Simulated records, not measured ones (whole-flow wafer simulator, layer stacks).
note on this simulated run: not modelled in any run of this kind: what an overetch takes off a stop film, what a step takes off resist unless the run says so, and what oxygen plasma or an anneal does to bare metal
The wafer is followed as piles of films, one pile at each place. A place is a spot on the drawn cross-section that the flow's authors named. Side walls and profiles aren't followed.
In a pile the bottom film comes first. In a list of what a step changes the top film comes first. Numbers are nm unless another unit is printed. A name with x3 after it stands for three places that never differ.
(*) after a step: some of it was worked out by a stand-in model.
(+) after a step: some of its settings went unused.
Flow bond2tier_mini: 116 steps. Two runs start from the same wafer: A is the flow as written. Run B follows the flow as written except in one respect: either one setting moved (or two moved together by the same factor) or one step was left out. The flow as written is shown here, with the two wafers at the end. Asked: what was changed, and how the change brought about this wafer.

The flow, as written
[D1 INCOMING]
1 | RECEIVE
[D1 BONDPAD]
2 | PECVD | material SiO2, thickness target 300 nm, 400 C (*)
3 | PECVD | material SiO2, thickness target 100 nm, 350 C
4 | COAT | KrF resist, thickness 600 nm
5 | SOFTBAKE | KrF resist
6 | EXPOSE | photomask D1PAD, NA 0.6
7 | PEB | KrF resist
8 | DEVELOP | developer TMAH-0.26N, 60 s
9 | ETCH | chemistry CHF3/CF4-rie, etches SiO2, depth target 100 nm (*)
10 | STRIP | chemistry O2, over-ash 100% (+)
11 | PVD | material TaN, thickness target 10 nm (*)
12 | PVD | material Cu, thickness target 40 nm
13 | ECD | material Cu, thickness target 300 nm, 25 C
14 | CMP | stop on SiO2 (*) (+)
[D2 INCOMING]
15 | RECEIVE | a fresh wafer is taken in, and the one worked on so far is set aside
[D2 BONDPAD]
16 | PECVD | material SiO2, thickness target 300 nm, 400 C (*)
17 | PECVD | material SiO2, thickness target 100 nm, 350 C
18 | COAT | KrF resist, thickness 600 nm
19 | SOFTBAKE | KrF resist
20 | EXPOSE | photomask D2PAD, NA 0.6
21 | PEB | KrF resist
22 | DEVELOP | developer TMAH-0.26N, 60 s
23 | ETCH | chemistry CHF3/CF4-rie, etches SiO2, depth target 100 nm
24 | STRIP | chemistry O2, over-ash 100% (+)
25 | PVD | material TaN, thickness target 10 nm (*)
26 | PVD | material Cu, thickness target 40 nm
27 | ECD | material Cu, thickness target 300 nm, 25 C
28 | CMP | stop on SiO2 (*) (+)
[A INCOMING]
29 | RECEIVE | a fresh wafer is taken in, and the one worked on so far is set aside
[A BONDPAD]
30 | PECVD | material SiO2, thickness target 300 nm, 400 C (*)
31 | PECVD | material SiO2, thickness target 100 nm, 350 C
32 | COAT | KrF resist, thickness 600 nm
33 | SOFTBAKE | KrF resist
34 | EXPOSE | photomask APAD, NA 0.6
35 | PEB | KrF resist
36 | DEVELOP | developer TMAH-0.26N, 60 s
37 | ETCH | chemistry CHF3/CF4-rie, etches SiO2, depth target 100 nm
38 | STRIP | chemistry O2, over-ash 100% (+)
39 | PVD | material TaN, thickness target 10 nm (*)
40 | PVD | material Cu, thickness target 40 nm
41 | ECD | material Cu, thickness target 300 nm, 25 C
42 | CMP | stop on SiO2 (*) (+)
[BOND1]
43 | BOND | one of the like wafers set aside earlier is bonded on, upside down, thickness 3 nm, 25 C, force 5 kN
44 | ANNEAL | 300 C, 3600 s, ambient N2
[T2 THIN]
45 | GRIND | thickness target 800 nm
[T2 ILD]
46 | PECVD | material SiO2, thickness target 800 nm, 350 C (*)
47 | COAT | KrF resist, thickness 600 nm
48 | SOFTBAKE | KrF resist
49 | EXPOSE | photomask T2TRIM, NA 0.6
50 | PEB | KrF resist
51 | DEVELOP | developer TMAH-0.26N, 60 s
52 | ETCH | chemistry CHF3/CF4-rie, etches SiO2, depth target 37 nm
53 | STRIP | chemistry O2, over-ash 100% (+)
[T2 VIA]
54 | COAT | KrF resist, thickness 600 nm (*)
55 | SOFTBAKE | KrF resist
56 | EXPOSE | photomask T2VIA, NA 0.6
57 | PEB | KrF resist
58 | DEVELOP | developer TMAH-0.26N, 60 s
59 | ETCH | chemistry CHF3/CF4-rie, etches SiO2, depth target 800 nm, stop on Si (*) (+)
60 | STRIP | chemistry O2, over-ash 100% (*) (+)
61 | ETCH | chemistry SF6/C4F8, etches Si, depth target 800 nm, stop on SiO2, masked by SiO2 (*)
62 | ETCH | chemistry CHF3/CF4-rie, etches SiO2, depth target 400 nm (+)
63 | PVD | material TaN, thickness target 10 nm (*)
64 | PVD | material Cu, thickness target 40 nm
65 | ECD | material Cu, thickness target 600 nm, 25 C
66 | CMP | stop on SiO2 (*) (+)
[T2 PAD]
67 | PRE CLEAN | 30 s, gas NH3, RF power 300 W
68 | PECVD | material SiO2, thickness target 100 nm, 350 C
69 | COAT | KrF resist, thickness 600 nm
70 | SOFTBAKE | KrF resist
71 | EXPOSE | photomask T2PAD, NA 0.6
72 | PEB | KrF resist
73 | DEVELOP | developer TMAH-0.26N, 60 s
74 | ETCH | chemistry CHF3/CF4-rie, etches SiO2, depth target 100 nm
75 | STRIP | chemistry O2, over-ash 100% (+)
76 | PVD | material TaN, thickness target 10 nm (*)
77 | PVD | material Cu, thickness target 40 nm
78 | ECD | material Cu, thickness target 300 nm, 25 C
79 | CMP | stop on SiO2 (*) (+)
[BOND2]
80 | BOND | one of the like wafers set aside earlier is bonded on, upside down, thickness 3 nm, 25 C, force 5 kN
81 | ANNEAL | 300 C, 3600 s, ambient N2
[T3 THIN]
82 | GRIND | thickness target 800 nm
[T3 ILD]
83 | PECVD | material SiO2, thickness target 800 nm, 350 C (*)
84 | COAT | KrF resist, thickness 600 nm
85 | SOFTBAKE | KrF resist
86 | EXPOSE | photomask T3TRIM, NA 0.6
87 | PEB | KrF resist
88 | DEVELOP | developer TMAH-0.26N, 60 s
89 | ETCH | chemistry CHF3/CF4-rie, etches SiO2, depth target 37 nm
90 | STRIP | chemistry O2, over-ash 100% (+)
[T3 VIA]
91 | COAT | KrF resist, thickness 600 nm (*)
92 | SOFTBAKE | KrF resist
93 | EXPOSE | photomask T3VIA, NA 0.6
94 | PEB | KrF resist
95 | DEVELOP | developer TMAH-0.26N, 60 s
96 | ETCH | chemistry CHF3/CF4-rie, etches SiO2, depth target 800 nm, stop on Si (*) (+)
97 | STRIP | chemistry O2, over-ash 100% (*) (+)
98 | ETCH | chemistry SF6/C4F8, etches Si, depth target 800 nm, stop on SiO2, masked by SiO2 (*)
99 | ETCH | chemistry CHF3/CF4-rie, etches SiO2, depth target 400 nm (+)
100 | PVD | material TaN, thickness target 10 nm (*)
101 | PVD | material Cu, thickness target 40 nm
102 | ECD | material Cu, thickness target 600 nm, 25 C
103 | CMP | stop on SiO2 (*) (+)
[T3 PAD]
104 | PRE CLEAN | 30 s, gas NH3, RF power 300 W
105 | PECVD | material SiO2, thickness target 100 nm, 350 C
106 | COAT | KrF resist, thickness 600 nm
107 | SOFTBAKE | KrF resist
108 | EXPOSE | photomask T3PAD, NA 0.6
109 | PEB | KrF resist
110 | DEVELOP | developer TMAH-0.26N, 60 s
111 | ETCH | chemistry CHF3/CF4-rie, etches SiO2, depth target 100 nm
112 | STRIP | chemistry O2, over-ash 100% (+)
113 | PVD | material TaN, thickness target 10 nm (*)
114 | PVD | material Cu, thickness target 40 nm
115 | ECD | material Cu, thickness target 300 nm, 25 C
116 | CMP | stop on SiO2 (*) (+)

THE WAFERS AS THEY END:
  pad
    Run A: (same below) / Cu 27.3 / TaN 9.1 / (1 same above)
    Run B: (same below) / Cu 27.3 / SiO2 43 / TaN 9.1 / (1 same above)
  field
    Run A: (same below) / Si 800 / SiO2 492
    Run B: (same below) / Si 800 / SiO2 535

Cause: step 105, PECVD: thickness target 143 nm was run, whereas the flow has thickness target 100 nm.

Step by step, how the change led to this:
  105 | PECVD | material SiO2, thickness target 100 nm, 350 C
      field: A SiO2 gains 100 | B SiO2 gains 143
      pad: A SiO2 gains 100 (new film) | B SiO2 gains 143 (new film)
  111 | ETCH | chemistry CHF3/CF4-rie, etches SiO2, depth target 100 nm
      pad: A SiO2 loses 100 (all of it) | B SiO2 loses 100
With metal films that touch counted as one body, pad has 4 bodies (between them, from the top down: SiO2 43; SiO2 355 / Si 800 / chemical SiO2 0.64 / SiO2 300; SiO2 355 / Si 800 / chemical SiO2 0.64 / SiO2 300); the flow as written gives 3 bodies (between them, from the top down: SiO2 355 / Si 800 / chemical SiO2 0.64 / SiO2 300; SiO2 355 / Si 800 / chemical SiO2 0.64 / SiO2 300).
